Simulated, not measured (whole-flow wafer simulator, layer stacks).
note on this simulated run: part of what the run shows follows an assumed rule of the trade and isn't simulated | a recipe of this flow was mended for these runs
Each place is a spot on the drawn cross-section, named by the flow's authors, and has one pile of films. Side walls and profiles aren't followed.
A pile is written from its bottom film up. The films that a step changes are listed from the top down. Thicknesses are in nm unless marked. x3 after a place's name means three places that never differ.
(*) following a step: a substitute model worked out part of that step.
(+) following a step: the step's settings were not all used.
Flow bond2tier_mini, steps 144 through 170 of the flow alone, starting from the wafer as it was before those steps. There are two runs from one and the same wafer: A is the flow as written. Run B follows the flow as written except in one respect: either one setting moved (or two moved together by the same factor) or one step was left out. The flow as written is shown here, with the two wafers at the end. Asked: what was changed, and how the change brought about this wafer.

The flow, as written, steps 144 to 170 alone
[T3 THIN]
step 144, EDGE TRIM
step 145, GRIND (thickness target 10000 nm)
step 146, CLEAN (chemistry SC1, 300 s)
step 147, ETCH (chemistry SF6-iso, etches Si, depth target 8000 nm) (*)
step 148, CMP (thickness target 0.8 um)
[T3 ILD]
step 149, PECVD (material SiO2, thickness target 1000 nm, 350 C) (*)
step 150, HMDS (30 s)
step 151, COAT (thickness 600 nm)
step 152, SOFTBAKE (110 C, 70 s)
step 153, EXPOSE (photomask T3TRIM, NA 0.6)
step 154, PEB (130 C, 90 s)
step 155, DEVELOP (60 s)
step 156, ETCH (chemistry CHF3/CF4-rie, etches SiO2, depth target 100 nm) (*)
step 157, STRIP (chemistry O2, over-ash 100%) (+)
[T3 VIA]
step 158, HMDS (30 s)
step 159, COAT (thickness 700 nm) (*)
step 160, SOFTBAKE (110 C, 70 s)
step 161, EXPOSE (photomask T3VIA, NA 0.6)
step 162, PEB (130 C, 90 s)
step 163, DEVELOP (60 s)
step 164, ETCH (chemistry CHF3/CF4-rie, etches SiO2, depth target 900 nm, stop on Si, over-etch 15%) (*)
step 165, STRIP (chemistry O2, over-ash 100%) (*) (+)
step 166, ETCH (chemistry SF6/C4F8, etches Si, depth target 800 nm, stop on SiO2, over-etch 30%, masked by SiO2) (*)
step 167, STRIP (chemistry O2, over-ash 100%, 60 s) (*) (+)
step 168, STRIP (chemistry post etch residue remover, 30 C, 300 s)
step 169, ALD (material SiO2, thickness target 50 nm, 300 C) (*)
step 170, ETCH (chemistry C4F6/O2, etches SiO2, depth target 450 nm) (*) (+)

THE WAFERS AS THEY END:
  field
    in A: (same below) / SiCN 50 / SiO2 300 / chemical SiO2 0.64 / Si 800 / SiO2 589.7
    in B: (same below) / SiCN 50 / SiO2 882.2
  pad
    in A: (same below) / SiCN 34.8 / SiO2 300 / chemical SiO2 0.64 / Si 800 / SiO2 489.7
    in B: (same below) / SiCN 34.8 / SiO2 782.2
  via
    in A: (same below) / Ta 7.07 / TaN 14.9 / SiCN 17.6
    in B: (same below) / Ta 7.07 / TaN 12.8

Cause: step 147, ETCH: depth target 11600 nm was run, whereas the flow has depth target 8000 nm.

The path from the change to this, step by step:
  step 147, ETCH (chemistry SF6-iso, etches Si, depth target 8000 nm) (*)
      field, pad, via: A chemical SiO2 loses 0.6 (all of it), Si loses 8000 | B chemical SiO2 loses 0.6 (all of it), Si loses 9999.7 (all of it), chemical SiO2 loses 0.64 (all of it), SiO2 loses 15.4
  step 148, CMP (thickness target 0.8 um)
      field, pad, via: A Si loses 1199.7 | B nothing
  step 149, PECVD (material SiO2, thickness target 1000 nm, 350 C) (*)
      field, pad, via: A SiO2 gains 1000 (new film) | B SiO2 gains 1000
  step 164, ETCH (chemistry CHF3/CF4-rie, etches SiO2, depth target 900 nm, stop on Si, over-etch 15%) (*)
      via: A SiO2 loses 900 (all of it), Si loses 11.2 | B SiO2 loses 1035
  step 166, ETCH (chemistry SF6/C4F8, etches Si, depth target 800 nm, stop on SiO2, over-etch 30%, masked by SiO2) (*)
      via: A Si loses 788.8 (all of it), chemical SiO2 loses 0.64 (all of it), SiO2 loses 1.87 | B SiO2 loses 2.4
      field, pad: A SiO2 loses 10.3 | B SiO2 loses 2.4
  step 170, ETCH (chemistry C4F6/O2, etches SiO2, depth target 450 nm) (*) (+)
      via: A SiO2 loses 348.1 (all of it), SiCN loses 17.2 | B SiO2 loses 197.2 (all of it), SiCN loses 34.8 (all of it), TaN loses 2.1
